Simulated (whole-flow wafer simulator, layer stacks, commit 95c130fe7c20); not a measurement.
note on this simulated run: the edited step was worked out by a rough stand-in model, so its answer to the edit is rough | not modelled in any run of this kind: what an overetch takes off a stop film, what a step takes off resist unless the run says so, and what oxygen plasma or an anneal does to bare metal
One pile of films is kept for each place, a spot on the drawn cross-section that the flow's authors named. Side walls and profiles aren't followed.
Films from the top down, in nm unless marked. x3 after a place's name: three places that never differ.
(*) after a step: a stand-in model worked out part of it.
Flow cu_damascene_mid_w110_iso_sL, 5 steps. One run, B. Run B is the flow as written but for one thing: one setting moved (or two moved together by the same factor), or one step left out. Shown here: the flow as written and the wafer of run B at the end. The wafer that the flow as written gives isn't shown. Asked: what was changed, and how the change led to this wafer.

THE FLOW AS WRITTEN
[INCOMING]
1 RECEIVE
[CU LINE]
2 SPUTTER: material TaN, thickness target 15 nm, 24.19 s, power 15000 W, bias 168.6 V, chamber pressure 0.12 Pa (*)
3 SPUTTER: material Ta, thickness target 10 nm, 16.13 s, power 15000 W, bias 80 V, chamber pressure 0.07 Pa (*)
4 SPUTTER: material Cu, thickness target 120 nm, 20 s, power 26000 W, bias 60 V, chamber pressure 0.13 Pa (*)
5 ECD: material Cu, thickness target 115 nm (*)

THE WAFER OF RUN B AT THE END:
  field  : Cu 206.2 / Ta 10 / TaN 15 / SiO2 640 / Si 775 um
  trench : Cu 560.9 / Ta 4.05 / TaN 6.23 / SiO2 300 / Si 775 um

The cause: step 5, ECD: thickness target 86.2 nm was run, where the flow has thickness target 115 nm.

How the change led to this, step by step:
  5 ECD: material Cu, thickness target 115 nm (*)
      field: Cu +86.2 (as written it would be: Cu +115)
      trench: Cu +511 (as written it would be: Cu +539.8)
